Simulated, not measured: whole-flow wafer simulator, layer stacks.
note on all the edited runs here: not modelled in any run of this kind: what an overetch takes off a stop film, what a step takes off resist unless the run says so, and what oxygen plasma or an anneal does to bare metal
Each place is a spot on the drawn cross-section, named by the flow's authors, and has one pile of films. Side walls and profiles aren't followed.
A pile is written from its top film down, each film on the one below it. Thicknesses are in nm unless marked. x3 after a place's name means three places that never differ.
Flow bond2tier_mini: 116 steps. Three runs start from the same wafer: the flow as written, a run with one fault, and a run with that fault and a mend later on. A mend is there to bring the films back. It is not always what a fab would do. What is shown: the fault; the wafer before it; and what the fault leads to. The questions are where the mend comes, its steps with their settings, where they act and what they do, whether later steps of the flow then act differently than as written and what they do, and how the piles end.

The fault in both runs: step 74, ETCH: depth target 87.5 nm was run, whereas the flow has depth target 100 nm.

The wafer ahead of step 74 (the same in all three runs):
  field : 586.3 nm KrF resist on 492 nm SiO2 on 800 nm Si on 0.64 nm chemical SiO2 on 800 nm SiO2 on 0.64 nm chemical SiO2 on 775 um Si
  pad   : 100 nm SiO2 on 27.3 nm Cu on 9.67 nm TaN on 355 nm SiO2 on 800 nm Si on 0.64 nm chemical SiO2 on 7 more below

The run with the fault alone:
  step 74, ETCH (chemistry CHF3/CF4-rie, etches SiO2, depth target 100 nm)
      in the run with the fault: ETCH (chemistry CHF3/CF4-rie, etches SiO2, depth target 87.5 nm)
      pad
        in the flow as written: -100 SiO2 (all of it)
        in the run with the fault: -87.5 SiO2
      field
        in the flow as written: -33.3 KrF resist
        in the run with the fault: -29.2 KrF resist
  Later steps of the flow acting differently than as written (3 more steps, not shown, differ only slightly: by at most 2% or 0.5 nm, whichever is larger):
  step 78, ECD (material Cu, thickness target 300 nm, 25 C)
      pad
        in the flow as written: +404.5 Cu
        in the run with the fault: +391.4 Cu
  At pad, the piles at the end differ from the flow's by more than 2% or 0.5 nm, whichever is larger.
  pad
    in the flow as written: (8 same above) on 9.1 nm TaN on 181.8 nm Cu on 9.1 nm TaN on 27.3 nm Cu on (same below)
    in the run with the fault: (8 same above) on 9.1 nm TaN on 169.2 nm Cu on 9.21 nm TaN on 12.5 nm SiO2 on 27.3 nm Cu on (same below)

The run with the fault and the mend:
  The mend stands after step 74.
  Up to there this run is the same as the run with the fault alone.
  step 74a, ETCH (chemistry CHF3/CF4-rie, etches SiO2, depth target 12.5 nm) (the flow's step 74, run once more with other settings)
      field
        -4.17 KrF resist
      pad
        -12.5 SiO2 (all of it)
  None of the later steps of the flow acts differently than as written at any place that is followed.
  The piles end the same as the flow's at every place that both follow.
